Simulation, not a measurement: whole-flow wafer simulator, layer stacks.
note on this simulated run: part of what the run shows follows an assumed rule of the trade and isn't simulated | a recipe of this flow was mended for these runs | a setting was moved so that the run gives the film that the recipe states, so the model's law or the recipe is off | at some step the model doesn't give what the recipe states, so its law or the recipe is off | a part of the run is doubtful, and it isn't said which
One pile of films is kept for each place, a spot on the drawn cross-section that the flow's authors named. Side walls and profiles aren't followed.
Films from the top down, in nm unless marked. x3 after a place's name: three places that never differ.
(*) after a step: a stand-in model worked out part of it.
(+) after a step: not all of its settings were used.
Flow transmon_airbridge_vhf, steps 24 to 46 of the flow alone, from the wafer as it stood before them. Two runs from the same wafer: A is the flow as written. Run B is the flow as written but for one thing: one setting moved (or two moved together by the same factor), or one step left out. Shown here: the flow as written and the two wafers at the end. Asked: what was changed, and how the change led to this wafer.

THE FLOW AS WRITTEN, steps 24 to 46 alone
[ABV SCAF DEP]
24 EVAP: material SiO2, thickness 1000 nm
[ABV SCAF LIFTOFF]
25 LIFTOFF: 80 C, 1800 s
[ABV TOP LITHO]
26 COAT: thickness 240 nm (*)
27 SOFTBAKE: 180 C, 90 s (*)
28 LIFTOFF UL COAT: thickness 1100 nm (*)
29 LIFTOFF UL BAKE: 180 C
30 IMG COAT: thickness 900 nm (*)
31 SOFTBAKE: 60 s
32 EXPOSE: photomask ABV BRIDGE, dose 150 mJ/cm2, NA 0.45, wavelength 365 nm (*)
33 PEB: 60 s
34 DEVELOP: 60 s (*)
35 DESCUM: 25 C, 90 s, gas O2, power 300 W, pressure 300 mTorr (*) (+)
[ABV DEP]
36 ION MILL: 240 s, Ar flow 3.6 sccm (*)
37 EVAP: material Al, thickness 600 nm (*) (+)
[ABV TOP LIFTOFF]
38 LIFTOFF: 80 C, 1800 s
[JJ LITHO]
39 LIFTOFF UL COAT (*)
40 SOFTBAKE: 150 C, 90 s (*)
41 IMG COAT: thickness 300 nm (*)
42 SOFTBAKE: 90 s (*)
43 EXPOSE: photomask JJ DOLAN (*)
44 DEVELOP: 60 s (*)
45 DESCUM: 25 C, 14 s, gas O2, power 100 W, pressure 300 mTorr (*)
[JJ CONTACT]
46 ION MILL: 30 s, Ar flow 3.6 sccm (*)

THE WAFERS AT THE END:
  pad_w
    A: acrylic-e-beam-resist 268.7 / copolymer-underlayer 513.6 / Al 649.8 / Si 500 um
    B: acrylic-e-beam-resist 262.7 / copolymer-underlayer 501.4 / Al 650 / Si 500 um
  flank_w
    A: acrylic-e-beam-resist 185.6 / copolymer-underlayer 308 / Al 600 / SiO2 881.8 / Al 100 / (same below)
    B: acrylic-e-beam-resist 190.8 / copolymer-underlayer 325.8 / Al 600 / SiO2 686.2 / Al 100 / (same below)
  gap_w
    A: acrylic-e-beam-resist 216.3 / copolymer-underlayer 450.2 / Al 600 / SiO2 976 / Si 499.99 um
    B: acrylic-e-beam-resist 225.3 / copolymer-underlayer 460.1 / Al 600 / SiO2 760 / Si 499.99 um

The cause: step 24, EVAP: thickness 784 nm was run, where the flow has thickness 1000 nm.

How the change led to this, step by step:
  24 EVAP: material SiO2, thickness 1000 nm
      field x3, jj_line, ground_far and 10 more: A SiO2 +1000 (new film) | B SiO2 +784 (new film)
      flank_w, flank_e: A SiO2 +905.8 (new film) | B SiO2 +710.2 (new film)
  25 LIFTOFF: 80 C, 1800 s
      field x3, jj_line, trace_open_s x2: A SiO2 -1000 (all of it), i-line-resist -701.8 (all of it), lift-off-underlayer -1100 (all of it), acrylic-e-beam-resist -240 (all of it) | B SiO2 -784 (all of it), i-line-resist -701.8 (all of it), lift-off-underlayer -1100 (all of it), acrylic-e-beam-resist -240 (all of it)
      pad_w, pad_e: A SiO2 -1000 (all of it), i-line-resist -696.3 (all of it), lift-off-underlayer -1089.9 (all of it), acrylic-e-beam-resist -239.3 (all of it) | B SiO2 -784 (all of it), i-line-resist -696.3 (all of it), lift-off-underlayer -1089.9 (all of it), acrylic-e-beam-resist -239.3 (all of it)
      (and at 1 more place)
  26 COAT: thickness 240 nm (*)
      flank_w, flank_e: A acrylic-e-beam-resist +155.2 (new film) | B acrylic-e-beam-resist +161.8 (new film)
      gap_w, gap_e: A acrylic-e-beam-resist +211.2 (new film) | B acrylic-e-beam-resist +220.7 (new film)
      (and at 6 more places)
  28 LIFTOFF UL COAT: thickness 1100 nm (*)
      gap_w, gap_e: A lift-off-underlayer +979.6 (new film) | B lift-off-underlayer +1009.8 (new film)
      margin_s, margin_n: A lift-off-underlayer +823.4 (new film) | B lift-off-underlayer +875.6 (new film)
      (and at 6 more places)
  30 IMG COAT: thickness 900 nm (*)
      gap_w, gap_e: A i-line-resist +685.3 (new film) | B i-line-resist +737.6 (new film)
      margin_s, margin_n: A i-line-resist +603.2 (new film) | B i-line-resist +671.6 (new film)
      (and at 6 more places)
  33 PEB: 60 s
      flank_w, flank_e: A i-line-resist -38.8 | B i-line-resist -40.9
      gap_w, gap_e: A i-line-resist -35 | B i-line-resist -37.8
      (and at 6 more places)
  34 DEVELOP: 60 s (*)
      gap_w, gap_e: A i-line-resist -650.2 (all of it), lift-off-underlayer -979.6 (all of it) | B i-line-resist -699.8 (all of it), lift-off-underlayer -1009.8 (all of it)
      pad_w: A i-line-resist -937.3 (all of it), lift-off-underlayer -1246.2 (all of it) | B i-line-resist -918.5 (all of it), lift-off-underlayer -1212.1 (all of it)
      (and at 5 more places)
  35 DESCUM: 25 C, 90 s, gas O2, power 300 W, pressure 300 mTorr (*) (+)
      field x3, jj_line, ground_far, trace_open_s x2, margin_s, margin_n: A i-line-resist -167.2 | B i-line-resist -162.2
      flank_w, flank_e: A acrylic-e-beam-resist -155.2 (all of it) | B acrylic-e-beam-resist -161.8 (all of it)
      (and at 6 more places)
  38 LIFTOFF: 80 C, 1800 s
      margin_s, margin_n: A Al -600 (all of it), i-line-resist -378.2 (all of it), lift-off-underlayer -823.4 (all of it), acrylic-e-beam-resist -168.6 (all of it) | B Al -600 (all of it), i-line-resist -448 (all of it), lift-off-underlayer -875.6 (all of it), acrylic-e-beam-resist -181.1 (all of it)
      ground_far: A Al -600 (all of it), i-line-resist -776.6 (all of it), lift-off-underlayer -1134.8 (all of it), acrylic-e-beam-resist -250.1 (all of it) | B Al -600 (all of it), i-line-resist -754.7 (all of it), lift-off-underlayer -1129.1 (all of it), acrylic-e-beam-resist -248.5 (all of it)
  39 LIFTOFF UL COAT (*)
      pad_w, pad_e: A copolymer-underlayer +513.6 (new film) | B copolymer-underlayer +501.4 (new film)
      flank_w, flank_e: A copolymer-underlayer +308 (new film) | B copolymer-underlayer +325.8 (new film)
      (and at 6 more places)
  41 IMG COAT: thickness 300 nm (*)
      flank_w, flank_e: A acrylic-e-beam-resist +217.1 (new film) | B acrylic-e-beam-resist +222.3 (new film)
      gap_w, gap_e: A acrylic-e-beam-resist +247.8 (new film) | B acrylic-e-beam-resist +256.8 (new film)
      (and at 4 more places)
